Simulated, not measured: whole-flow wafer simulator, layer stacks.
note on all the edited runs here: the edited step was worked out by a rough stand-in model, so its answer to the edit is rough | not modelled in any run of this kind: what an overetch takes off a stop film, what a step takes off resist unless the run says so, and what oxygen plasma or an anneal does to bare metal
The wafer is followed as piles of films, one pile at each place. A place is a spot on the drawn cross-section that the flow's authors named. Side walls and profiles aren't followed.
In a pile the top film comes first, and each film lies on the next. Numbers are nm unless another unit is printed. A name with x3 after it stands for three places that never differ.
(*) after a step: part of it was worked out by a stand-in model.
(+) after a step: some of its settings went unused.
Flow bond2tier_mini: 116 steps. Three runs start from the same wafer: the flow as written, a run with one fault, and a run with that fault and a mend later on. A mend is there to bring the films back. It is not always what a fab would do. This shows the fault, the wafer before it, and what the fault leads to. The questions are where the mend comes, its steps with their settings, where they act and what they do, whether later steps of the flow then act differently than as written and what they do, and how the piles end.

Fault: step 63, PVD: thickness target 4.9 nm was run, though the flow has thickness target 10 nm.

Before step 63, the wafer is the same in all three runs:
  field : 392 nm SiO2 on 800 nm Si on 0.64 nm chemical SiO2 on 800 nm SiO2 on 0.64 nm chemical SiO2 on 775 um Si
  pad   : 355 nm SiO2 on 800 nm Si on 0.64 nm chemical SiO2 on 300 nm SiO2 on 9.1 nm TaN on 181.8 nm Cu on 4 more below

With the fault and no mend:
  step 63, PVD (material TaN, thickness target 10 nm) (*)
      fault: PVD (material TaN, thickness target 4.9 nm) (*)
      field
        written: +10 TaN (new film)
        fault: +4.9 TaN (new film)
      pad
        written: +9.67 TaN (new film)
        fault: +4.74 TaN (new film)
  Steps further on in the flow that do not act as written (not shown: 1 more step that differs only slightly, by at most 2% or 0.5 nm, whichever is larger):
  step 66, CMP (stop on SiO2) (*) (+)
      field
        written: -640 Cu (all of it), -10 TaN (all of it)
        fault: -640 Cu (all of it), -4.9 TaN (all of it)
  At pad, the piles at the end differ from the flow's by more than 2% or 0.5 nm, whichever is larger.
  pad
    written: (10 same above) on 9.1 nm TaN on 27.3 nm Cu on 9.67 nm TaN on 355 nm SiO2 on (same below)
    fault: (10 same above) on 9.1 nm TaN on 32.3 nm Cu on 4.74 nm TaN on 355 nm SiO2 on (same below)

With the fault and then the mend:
  After step 63 comes the mend.
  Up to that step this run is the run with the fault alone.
  step 63a, PVD (material TaN, thickness target 5.1 nm) (*) (a further turn of the flow's step 63, with different settings)
      field
        +5.1 TaN
      pad
        +4.93 TaN
  None of the later steps of the flow acts differently than as written at any place that is followed.
  At the end the piles are close to the flow's at the places that both follow, differing by at most 2% or 0.5 nm, whichever is larger.
